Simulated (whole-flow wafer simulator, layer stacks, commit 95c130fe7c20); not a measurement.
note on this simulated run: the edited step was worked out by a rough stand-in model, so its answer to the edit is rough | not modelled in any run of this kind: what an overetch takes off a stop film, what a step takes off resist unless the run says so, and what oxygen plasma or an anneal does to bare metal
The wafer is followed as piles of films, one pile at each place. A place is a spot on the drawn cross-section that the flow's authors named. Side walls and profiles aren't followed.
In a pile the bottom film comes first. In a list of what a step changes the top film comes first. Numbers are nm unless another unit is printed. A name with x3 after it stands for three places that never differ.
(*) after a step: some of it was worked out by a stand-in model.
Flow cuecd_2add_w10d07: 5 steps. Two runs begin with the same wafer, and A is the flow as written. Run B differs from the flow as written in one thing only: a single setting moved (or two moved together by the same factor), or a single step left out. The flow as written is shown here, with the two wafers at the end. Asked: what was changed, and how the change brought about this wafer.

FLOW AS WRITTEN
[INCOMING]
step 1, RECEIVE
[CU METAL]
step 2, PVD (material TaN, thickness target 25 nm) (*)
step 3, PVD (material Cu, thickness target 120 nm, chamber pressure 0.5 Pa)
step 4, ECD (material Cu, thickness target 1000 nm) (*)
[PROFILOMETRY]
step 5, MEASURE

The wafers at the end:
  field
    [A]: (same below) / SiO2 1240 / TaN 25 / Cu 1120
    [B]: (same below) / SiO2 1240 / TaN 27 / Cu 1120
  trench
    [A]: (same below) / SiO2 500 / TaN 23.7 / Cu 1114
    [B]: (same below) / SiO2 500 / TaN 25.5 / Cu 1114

What caused this: step 2, PVD: thickness target 27 nm was run, whereas the flow has thickness target 25 nm.
The wafer itself shows it: field has TaN 27, and step 2 as written asks for 25 nm.

The path from the change to this, step by step:
  step 2, PVD (material TaN, thickness target 25 nm) (*)
      field: A TaN gains 25 (new film) | B TaN gains 27 (new film)
      trench: A TaN gains 23.7 (new film) | B TaN gains 25.5 (new film)
